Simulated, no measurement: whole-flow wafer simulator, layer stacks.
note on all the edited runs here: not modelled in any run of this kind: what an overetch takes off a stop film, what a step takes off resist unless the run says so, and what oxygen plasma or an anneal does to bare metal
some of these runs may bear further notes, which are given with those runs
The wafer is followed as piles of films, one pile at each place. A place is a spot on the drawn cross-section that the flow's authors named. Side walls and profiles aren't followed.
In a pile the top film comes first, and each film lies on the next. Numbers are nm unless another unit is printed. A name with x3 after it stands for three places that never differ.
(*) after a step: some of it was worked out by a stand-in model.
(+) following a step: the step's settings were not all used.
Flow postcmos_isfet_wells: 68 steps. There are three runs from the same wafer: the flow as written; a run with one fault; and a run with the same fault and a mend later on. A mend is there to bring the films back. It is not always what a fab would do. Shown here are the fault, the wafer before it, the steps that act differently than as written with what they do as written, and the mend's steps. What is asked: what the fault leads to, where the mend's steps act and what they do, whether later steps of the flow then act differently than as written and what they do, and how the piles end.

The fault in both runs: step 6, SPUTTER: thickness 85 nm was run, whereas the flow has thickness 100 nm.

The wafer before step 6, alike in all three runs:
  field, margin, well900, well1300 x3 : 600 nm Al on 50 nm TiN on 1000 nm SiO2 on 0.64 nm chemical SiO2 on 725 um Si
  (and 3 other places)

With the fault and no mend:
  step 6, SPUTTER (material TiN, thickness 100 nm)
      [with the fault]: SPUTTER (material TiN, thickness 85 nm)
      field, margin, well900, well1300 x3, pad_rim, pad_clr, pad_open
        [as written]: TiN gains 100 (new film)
        [with the fault]: TiN gains 85 (new film)
  Steps later in the flow that act otherwise than as written:
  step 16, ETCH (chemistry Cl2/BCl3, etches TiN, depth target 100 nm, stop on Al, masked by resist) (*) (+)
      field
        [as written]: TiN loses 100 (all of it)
        [with the fault]: TiN loses 85 (all of it)
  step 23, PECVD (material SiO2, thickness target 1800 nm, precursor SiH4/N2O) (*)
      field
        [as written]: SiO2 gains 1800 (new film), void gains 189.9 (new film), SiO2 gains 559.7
        [with the fault]: SiO2 gains 1800 (new film), void gains 178.6 (new film), SiO2 gains 556
  At field, margin, well900, well1300 x3, pad_rim, pad_clr, pad_open, the piles at the end differ from the flow's by more than 2% or 0.5 nm, whichever is larger.
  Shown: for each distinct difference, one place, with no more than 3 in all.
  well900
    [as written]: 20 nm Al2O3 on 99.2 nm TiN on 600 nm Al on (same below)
    [with the fault]: 20 nm Al2O3 on 84.2 nm TiN on 600 nm Al on (same below)
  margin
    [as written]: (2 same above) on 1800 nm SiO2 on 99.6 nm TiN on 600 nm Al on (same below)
    [with the fault]: (2 same above) on 1800 nm SiO2 on 84.6 nm TiN on 600 nm Al on (same below)
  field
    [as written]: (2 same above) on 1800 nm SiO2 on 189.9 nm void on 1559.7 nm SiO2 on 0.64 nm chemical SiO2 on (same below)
    [with the fault]: (2 same above) on 1800 nm SiO2 on 178.6 nm void on 1556 nm SiO2 on 0.64 nm chemical SiO2 on (same below)

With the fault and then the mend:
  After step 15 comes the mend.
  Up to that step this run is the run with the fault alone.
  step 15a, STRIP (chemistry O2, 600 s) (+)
      margin, well900, well1300 x3, pad_rim, pad_clr, pad_open
        KrF resist loses 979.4 (all of it)
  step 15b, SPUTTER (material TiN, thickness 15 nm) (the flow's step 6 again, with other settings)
      field, margin, well900, well1300 x3, pad_rim, pad_clr, pad_open
        TiN gains 15
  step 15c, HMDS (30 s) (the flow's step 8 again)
      does not change any film at any place that is followed
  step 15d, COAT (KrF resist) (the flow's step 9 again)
      field, margin, well900, well1300 x3, pad_rim, pad_clr, pad_open
        KrF resist gains 1000 (new film)
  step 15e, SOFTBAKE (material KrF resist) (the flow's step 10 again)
      does not change any film at any place that is followed
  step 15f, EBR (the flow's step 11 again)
      does not change any film at any place that is followed
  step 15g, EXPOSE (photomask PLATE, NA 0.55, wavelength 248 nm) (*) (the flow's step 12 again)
      does not change any film at any place that is followed
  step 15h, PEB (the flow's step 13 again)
      field, margin, well900, well1300 x3, pad_rim, pad_clr, pad_open
        KrF resist loses 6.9
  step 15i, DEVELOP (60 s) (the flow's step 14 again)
      margin, well900, well1300 x3, pad_rim, pad_clr, pad_open
        KrF resist loses 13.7
      field
        KrF resist loses 993.1 (all of it)
  Later steps of the flow that are run all act as written at every place that is followed.
  The piles end the same as the flow's at every place that both follow.
